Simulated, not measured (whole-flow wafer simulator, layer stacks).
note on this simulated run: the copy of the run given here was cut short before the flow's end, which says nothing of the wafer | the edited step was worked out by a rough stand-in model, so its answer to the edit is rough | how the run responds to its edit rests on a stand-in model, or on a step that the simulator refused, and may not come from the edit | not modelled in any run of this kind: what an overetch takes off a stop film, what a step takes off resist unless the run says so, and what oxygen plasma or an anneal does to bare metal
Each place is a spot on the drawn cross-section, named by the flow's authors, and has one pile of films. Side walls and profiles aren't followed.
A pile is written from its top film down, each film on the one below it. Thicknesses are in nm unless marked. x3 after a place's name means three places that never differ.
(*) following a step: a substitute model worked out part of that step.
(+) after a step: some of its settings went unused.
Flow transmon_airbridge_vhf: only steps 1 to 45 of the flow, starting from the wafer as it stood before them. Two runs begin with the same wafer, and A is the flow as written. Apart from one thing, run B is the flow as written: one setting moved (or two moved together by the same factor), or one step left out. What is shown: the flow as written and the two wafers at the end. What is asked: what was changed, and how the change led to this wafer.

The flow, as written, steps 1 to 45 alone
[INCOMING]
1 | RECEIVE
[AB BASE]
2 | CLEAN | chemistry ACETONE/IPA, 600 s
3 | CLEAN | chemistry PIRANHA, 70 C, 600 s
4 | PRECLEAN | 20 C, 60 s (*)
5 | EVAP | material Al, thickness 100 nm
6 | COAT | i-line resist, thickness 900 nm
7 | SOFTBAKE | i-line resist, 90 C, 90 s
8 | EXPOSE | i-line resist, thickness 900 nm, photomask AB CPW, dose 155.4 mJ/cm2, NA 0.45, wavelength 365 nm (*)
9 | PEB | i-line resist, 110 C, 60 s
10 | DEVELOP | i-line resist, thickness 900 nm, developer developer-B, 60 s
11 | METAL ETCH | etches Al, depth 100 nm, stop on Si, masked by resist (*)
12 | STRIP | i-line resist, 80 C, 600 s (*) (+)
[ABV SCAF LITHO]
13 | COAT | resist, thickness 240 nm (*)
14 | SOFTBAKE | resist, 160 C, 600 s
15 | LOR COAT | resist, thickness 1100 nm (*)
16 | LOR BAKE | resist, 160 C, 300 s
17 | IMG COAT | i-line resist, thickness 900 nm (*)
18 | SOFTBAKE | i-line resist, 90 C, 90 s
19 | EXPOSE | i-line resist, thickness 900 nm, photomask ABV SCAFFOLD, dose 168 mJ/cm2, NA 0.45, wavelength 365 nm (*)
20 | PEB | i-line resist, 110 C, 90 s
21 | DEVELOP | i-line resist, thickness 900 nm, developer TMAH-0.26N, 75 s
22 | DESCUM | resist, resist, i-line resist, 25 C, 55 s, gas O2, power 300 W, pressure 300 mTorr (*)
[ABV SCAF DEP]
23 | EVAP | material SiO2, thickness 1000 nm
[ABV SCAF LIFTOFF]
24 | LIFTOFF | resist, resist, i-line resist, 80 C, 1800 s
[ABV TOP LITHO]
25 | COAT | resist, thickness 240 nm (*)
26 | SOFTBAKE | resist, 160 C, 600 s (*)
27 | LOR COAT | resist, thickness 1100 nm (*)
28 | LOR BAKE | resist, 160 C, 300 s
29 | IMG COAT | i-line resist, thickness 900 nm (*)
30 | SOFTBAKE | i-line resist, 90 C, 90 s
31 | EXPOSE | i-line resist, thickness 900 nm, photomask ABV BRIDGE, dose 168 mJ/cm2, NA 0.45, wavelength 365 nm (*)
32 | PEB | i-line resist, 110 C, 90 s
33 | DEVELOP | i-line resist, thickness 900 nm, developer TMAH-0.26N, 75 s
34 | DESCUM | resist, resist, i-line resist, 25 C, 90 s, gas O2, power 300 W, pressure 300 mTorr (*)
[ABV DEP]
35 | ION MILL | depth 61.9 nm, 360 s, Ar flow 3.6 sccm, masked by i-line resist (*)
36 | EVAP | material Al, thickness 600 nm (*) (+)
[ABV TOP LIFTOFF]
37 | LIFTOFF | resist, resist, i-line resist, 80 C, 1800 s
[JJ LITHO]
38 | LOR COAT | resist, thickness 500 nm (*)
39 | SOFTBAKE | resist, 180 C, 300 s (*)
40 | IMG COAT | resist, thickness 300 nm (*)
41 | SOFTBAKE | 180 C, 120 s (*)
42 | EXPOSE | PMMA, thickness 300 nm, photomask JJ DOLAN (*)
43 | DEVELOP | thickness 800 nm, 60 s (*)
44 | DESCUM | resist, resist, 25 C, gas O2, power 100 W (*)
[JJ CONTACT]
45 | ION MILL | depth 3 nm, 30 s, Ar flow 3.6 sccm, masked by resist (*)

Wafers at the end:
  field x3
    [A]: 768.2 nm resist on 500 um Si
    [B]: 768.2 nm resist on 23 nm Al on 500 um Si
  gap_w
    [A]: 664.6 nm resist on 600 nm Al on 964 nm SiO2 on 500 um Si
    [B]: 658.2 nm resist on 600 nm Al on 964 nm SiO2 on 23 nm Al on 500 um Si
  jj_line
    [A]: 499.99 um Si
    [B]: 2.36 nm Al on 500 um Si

Cause: step 11, METAL ETCH: depth 77 nm was run, whereas the flow has depth 100 nm.

The path from the change to this, step by step:
  11 | METAL ETCH | etches Al, depth 100 nm, stop on Si, masked by resist (*)
      field x3, jj_line, gap_w, gap_e: A -100 Al (all of it) | B -77 Al
      ground_far, pad_w, flank_w and 8 more: A -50 i-line resist | B -38.5 i-line resist
  45 | ION MILL | depth 3 nm, 30 s, Ar flow 3.6 sccm, masked by resist (*)
      jj_line: A -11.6 Si | B -20.6 Al
With metal films that touch counted as one body, field x3 has 1 body; the flow as written gives 0 bodies.
With metal films that touch counted as one body, gap_w has 2 bodies (between them, from the top down: SiO2 964); the flow as written gives 1 body.
With metal films that touch counted as one body, jj_line has 1 body; the flow as written gives 0 bodies.
